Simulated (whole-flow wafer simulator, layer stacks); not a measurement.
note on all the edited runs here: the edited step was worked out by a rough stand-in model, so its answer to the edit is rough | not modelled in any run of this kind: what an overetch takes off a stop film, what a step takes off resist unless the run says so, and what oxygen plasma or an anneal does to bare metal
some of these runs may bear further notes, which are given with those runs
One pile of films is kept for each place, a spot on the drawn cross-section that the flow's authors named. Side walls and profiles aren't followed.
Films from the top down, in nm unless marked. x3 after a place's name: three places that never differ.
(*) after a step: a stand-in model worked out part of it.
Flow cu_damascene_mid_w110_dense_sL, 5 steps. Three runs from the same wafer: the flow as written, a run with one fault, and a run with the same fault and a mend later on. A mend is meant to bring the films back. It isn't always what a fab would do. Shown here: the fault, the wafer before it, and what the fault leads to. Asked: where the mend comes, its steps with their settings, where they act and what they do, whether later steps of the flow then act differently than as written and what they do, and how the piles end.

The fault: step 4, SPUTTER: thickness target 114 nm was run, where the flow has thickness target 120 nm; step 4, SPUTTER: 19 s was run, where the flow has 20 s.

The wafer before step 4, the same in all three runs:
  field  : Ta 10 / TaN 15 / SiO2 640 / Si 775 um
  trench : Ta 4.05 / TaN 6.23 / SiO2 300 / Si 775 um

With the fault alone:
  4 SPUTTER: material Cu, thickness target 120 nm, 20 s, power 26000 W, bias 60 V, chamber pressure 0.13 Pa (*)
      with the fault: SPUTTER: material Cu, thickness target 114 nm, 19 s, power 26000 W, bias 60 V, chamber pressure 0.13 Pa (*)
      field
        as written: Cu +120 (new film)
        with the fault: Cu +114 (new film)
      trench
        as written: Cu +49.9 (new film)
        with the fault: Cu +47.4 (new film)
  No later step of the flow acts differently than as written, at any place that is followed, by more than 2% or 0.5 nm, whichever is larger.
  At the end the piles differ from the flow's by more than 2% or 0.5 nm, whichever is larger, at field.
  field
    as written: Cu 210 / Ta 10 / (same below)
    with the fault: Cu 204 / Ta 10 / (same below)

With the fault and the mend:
  The mend comes after step 4.
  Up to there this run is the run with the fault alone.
  4a SPUTTER: material Cu, thickness target 6 nm, 1 s, power 26000 W, bias 60 V, chamber pressure 0.13 Pa (*) (the flow's step 4 once more, with other settings)
      field
        Cu +6
      trench
        Cu +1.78
  No later step of the flow acts differently than as written, at any place that is followed, by more than 2% or 0.5 nm, whichever is larger.
  At the end the piles are the same as the flow's at every place that both follow.
